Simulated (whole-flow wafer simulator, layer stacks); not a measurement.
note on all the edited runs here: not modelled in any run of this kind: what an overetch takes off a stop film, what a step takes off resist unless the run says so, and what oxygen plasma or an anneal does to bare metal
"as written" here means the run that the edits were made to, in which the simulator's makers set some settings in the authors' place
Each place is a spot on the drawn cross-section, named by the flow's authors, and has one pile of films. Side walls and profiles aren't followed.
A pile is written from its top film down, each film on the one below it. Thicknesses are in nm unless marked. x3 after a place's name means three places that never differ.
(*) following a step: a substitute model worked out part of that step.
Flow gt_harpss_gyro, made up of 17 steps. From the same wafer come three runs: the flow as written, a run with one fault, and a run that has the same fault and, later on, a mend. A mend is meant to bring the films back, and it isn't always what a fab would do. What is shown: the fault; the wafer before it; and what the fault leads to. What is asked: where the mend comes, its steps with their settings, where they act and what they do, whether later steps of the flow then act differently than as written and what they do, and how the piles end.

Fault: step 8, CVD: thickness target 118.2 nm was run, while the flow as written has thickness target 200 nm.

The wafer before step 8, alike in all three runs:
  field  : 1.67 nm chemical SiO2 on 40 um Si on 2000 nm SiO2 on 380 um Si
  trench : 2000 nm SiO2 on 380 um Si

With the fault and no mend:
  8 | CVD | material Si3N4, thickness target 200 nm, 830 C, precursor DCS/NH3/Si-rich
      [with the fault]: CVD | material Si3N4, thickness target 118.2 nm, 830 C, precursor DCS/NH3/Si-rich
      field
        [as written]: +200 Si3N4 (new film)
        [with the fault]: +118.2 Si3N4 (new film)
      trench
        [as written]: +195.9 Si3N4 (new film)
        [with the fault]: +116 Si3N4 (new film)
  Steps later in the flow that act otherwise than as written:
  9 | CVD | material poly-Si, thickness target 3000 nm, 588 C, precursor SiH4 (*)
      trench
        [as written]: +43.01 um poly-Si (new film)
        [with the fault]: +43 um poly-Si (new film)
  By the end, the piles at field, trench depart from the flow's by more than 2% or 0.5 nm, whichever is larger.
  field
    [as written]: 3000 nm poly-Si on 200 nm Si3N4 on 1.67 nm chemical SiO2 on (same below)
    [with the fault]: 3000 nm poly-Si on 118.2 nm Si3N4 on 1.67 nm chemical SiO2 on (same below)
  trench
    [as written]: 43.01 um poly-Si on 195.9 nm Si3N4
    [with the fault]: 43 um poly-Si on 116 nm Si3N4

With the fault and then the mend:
  The mend follows step 8.
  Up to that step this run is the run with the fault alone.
  8a | CVD | material Si3N4, thickness target 81.8 nm, 830 C, precursor DCS/NH3/Si-rich (a further turn of the flow's step 8, with different settings)
      field
        +81.8 Si3N4
      trench
        +79.9 Si3N4
  None of the later steps of the flow acts differently than as written at any place that is followed.
  At the end the piles are close to the flow's at the places that both follow, differing by at most 2% or 0.5 nm, whichever is larger.
